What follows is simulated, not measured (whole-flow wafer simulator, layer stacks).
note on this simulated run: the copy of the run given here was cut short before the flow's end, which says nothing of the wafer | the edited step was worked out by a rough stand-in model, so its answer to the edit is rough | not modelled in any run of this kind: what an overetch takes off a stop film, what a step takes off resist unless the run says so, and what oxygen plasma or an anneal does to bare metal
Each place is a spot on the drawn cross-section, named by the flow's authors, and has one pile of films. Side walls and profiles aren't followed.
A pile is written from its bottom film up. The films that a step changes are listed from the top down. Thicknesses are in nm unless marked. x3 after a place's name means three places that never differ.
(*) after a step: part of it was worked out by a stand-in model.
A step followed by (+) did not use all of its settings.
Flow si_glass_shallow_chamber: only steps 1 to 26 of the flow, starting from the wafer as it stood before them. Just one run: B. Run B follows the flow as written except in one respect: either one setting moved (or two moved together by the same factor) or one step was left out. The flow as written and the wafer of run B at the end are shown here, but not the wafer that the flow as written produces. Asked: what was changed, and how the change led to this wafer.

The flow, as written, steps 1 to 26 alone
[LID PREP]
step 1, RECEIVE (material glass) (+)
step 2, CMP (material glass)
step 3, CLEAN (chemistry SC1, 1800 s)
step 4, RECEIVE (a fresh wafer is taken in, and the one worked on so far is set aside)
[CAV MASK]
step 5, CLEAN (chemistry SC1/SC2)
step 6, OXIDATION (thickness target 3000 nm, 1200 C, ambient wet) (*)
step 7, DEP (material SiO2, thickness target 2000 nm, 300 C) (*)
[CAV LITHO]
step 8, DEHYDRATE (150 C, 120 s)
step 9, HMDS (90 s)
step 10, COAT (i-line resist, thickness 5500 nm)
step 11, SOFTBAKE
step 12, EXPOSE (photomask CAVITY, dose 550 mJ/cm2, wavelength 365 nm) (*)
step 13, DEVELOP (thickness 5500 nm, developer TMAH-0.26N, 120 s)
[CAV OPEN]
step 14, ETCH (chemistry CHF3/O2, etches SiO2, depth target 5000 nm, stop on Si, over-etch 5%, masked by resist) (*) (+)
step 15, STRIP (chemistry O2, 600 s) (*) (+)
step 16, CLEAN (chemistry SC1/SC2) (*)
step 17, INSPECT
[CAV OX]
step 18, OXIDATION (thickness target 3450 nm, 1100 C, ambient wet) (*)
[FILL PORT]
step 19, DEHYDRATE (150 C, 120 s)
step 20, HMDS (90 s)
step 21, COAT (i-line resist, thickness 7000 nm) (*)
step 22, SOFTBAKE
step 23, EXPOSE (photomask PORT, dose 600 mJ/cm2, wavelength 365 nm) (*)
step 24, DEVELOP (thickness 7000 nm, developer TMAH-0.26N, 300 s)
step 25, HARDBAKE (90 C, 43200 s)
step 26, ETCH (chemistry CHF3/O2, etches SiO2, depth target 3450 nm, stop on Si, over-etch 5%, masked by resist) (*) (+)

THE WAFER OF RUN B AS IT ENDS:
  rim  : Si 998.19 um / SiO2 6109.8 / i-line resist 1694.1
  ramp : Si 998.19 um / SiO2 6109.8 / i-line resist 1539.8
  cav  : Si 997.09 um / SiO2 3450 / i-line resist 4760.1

Cause: step 14, ETCH: over-etch 7.38% was run, though the flow has over-etch 5%.

The path from the change to this, step by step:
  step 14, ETCH (chemistry CHF3/O2, etches SiO2, depth target 5000 nm, stop on Si, over-etch 5%, masked by resist) (*) (+)
      rim, ramp, septum, ring: i-line resist loses 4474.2 (in the flow as written it would be: i-line resist loses 4375)
      cav, port: SiO2 loses 5000 (all of it), Si loses 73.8 (in the flow as written it would be: SiO2 loses 5000 (all of it), Si loses 50)
  step 15, STRIP (chemistry O2, 600 s) (*) (+)
      rim, ramp, septum, ring: i-line resist loses 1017 (all of it) (in the flow as written it would be: i-line resist loses 1116.2 (all of it))
